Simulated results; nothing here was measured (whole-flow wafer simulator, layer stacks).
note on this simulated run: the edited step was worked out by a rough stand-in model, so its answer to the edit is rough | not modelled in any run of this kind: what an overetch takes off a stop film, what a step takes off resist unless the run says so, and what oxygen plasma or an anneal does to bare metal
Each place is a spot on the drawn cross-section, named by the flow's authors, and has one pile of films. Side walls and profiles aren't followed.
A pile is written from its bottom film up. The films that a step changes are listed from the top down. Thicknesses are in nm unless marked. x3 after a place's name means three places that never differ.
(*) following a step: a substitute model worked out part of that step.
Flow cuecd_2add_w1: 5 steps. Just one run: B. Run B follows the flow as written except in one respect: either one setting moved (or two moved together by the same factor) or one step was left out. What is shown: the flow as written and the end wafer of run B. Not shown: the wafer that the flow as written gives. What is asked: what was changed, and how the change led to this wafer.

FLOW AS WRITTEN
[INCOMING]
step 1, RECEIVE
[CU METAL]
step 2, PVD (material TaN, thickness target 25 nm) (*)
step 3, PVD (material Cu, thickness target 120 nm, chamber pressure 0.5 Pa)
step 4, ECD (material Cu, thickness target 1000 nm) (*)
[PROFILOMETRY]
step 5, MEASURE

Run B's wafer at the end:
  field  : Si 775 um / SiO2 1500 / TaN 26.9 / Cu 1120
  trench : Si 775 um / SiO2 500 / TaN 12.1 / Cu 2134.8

The reason: step 2, PVD: thickness target 26.9 nm was run, though the flow has thickness target 25 nm.
The wafer lets one read it off: field has TaN 26.9, and step 2 as written asks for 25 nm.

How this came from the change, step by step:
  step 2, PVD (material TaN, thickness target 25 nm) (*)
      field: TaN gains 26.9 (new film) (it would be, as written: TaN gains 25 (new film))
      trench: TaN gains 12.1 (new film) (it would be, as written: TaN gains 11.2 (new film))
